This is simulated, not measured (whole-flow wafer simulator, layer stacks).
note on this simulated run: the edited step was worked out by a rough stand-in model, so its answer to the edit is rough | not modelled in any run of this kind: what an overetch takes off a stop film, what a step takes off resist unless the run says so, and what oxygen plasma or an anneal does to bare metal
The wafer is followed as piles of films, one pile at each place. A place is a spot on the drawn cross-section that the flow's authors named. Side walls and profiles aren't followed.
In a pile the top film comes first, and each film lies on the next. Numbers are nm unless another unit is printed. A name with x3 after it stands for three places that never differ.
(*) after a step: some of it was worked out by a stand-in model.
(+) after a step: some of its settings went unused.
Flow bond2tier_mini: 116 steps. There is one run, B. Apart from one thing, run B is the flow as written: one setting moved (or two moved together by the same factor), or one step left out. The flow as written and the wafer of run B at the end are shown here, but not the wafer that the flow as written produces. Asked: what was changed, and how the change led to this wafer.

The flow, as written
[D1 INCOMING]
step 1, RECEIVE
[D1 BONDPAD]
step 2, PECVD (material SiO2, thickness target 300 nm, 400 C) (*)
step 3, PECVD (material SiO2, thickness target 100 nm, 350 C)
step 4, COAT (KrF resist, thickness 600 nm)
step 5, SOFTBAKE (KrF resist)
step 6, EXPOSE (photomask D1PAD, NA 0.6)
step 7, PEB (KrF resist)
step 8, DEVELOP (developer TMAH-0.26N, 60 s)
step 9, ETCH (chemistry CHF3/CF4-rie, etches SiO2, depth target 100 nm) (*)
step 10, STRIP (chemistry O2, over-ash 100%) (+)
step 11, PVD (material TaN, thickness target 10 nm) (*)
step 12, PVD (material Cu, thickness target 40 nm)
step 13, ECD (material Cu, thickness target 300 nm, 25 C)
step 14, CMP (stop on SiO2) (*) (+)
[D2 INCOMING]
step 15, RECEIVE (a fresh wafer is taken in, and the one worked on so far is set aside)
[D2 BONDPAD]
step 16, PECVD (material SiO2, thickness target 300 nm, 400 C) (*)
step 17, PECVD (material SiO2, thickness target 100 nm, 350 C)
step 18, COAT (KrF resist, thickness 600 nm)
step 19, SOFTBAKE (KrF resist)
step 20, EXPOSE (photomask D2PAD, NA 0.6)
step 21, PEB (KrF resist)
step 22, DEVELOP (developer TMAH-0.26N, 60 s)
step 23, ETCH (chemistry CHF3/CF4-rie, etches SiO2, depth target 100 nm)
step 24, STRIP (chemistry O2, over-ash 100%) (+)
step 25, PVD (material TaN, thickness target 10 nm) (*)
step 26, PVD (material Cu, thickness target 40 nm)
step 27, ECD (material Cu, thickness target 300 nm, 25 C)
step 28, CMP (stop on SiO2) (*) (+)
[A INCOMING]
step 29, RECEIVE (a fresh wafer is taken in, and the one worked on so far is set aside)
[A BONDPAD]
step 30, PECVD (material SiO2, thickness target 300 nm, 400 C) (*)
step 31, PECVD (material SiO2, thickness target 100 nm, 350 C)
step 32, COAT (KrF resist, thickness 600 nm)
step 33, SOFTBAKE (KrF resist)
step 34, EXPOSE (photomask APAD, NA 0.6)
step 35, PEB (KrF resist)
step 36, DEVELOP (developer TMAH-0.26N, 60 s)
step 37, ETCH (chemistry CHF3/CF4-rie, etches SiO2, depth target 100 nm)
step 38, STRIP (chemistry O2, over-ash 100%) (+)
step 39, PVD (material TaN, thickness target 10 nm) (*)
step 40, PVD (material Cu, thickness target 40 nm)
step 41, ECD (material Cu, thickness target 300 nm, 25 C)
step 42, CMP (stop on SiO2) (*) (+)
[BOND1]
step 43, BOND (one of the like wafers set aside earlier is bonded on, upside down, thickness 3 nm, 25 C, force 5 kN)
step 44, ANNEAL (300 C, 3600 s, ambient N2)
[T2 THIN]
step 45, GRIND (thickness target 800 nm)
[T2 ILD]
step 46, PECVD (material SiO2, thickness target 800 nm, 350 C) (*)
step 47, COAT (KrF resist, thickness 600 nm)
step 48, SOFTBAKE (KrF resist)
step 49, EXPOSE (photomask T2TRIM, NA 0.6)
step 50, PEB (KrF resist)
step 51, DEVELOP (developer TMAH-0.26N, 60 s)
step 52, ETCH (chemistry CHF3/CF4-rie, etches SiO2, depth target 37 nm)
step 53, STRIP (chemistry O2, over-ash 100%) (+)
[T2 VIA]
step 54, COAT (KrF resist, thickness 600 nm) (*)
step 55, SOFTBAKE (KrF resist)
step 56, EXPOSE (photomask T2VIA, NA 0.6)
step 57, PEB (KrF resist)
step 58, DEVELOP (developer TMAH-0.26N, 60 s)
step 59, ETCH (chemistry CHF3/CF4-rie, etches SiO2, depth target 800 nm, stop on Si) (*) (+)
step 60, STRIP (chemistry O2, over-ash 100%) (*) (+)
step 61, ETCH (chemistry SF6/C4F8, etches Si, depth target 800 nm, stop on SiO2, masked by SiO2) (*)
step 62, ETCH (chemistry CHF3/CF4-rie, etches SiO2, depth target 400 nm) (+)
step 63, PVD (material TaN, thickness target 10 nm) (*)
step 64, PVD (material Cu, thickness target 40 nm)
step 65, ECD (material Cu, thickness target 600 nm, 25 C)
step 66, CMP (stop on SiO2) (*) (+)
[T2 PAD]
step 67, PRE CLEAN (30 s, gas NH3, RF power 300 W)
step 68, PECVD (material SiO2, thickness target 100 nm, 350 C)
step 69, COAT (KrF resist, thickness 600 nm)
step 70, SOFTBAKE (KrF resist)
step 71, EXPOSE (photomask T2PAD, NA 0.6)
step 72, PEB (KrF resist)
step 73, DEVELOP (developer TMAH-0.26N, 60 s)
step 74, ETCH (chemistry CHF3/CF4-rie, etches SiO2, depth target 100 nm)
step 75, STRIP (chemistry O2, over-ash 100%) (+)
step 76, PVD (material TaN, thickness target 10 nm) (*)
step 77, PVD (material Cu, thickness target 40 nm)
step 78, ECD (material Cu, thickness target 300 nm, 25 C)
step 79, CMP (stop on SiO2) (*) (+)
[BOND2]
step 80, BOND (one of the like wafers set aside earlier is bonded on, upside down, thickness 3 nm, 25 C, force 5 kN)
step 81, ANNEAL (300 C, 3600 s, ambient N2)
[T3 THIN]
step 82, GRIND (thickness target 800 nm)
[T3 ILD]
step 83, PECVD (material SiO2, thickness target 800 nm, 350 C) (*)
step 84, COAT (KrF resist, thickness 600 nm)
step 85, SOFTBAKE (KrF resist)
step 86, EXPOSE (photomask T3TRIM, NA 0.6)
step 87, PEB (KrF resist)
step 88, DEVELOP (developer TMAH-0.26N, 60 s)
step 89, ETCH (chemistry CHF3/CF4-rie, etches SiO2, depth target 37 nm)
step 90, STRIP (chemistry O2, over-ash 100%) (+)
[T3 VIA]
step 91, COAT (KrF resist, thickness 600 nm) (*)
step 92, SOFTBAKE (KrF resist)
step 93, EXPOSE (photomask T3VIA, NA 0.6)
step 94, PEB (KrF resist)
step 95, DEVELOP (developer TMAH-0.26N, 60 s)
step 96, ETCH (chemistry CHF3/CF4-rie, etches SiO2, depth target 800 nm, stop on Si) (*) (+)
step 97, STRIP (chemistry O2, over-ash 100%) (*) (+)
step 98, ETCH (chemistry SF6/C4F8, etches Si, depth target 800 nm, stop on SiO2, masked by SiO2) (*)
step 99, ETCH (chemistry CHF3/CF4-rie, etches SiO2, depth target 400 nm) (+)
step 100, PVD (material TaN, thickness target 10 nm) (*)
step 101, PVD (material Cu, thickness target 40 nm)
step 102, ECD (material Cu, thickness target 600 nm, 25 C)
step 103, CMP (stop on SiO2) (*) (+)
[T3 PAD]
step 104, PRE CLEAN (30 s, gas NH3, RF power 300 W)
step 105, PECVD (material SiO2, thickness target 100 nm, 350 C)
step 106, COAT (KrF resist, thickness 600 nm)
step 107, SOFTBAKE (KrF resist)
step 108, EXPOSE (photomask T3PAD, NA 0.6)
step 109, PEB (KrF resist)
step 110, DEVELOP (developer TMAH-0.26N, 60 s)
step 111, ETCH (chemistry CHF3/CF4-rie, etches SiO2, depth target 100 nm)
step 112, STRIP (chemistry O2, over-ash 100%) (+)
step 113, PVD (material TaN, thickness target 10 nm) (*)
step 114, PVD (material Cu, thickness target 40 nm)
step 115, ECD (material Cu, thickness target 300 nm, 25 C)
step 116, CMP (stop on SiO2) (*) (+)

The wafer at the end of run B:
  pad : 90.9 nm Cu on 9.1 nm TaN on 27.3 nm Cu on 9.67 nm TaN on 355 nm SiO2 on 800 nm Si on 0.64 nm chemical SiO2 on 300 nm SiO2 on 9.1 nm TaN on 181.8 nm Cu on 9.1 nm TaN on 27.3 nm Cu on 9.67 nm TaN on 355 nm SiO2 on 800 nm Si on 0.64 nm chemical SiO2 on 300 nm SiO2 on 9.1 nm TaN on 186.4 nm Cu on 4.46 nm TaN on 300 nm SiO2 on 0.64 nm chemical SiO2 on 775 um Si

The reason: step 39, PVD: thickness target 4.9 nm was run, while the flow as written has thickness target 10 nm.

How this came from the change, step by step:
  step 39, PVD (material TaN, thickness target 10 nm) (*)
      field: +4.9 TaN (new film) (in the flow as written it would be: +10 TaN (new film))
      pad: +4.46 TaN (new film) (in the flow as written it would be: +9.1 TaN (new film))
      (as well as at 1 more place)
  step 42, CMP (stop on SiO2) (*) (+)
      field: -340 Cu (all of it), -4.9 TaN (all of it) (in the flow as written it would be: -340 Cu (all of it), -10 TaN (all of it))
